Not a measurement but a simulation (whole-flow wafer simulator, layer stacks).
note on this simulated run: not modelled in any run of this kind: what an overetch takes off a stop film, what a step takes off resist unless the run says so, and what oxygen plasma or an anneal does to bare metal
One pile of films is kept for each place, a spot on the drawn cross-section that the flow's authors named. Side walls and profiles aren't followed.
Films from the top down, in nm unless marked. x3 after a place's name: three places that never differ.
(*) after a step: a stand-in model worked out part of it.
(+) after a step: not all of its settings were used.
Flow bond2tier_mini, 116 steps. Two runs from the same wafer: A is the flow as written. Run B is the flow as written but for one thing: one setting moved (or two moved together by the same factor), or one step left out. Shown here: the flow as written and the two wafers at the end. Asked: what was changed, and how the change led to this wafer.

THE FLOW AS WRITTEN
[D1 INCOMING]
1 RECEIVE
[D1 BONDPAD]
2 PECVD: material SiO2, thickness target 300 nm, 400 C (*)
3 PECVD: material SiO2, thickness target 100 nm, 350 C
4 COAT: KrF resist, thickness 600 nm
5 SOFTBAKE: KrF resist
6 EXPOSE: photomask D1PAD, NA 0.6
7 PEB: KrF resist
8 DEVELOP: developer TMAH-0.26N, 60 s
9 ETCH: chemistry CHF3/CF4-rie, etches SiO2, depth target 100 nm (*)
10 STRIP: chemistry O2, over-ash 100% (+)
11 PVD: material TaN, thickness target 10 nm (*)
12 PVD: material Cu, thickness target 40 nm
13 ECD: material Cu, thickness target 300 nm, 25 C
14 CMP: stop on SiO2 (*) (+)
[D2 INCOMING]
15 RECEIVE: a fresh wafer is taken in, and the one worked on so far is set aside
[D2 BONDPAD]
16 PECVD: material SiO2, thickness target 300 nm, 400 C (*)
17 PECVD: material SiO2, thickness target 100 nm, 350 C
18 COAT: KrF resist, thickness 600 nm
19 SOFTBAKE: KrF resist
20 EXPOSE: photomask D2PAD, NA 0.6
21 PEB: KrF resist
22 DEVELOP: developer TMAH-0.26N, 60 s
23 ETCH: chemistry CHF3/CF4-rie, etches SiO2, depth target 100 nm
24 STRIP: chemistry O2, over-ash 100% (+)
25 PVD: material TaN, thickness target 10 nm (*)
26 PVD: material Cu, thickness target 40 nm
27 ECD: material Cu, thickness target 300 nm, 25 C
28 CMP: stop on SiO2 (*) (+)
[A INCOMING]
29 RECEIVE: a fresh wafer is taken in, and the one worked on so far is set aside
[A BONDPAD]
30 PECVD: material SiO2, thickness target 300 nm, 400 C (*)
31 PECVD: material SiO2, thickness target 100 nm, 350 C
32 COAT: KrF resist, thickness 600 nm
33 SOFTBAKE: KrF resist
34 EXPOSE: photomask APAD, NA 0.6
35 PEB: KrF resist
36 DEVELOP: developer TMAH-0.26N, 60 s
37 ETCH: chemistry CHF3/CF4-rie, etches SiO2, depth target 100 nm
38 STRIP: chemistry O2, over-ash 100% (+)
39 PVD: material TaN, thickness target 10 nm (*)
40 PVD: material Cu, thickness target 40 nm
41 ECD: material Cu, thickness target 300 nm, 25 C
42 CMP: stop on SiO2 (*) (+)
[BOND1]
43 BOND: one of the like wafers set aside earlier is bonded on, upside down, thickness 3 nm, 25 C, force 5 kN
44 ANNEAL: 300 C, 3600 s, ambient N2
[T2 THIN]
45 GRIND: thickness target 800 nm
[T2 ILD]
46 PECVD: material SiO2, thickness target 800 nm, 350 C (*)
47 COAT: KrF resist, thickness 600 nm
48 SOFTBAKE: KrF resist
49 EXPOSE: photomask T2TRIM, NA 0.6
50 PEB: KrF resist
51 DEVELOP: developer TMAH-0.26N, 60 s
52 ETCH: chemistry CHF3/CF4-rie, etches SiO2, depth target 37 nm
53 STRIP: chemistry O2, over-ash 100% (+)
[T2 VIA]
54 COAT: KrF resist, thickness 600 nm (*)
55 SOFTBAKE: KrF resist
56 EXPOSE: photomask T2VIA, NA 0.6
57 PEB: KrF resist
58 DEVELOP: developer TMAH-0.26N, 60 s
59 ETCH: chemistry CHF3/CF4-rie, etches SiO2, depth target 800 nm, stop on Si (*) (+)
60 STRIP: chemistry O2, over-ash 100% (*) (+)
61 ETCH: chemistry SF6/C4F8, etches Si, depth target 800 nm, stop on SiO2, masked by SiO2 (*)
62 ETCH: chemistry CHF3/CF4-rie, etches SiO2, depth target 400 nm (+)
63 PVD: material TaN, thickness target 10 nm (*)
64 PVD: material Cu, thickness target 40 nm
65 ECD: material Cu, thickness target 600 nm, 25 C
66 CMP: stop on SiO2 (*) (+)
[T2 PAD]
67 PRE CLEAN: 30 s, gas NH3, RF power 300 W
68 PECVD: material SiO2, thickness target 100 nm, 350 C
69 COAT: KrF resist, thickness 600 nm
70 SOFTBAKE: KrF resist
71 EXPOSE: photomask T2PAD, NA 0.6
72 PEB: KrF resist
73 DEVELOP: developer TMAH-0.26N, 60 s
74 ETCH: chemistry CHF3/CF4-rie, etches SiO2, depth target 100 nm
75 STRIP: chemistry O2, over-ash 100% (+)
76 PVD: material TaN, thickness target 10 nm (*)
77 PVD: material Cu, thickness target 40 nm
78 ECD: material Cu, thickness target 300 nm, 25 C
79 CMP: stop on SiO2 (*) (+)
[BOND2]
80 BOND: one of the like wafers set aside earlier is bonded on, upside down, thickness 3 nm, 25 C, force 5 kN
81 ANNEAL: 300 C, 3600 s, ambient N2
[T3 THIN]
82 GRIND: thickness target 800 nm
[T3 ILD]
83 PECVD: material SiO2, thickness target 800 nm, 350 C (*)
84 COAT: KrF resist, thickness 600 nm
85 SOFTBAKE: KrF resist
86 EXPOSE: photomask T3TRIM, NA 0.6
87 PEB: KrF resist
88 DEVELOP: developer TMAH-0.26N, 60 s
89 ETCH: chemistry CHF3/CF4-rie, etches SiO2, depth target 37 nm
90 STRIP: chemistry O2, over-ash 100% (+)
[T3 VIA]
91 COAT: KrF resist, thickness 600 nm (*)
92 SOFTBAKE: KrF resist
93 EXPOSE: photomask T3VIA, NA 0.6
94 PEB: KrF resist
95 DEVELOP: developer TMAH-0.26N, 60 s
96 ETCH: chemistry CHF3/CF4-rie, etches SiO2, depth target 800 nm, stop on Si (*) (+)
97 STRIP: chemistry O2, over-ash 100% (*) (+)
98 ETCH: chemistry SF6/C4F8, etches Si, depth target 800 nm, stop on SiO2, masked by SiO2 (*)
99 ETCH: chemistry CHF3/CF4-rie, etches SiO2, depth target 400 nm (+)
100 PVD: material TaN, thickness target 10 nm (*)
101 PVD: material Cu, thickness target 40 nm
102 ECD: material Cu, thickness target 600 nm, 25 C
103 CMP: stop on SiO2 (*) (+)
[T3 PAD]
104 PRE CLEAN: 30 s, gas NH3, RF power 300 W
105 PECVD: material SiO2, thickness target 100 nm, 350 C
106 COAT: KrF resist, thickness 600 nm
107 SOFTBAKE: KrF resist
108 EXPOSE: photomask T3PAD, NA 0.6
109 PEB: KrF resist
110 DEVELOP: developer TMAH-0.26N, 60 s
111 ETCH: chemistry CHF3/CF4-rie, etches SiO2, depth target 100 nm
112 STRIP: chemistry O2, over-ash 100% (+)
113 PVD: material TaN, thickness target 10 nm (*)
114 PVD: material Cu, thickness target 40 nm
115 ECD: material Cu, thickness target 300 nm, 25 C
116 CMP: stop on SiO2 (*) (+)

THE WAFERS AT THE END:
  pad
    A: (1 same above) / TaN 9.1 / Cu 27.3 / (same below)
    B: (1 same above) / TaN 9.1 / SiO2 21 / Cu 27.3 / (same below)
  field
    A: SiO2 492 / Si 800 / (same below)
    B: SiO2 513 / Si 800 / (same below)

The cause: step 105, PECVD: thickness target 121 nm was run, where the flow has thickness target 100 nm.

How the change led to this, step by step:
  105 PECVD: material SiO2, thickness target 100 nm, 350 C
      field: A SiO2 +100 | B SiO2 +121
      pad: A SiO2 +100 (new film) | B SiO2 +121 (new film)
  111 ETCH: chemistry CHF3/CF4-rie, etches SiO2, depth target 100 nm
      pad: A SiO2 -100 (all of it) | B SiO2 -100
Counting metal films that touch as one body, pad has 4 bodies (between them, from the top down: SiO2 21; SiO2 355 / Si 800 / chemical SiO2 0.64 / SiO2 300; SiO2 355 / Si 800 / chemical SiO2 0.64 / SiO2 300); the flow as written gives 3 bodies (between them, from the top down: SiO2 355 / Si 800 / chemical SiO2 0.64 / SiO2 300; SiO2 355 / Si 800 / chemical SiO2 0.64 / SiO2 300).
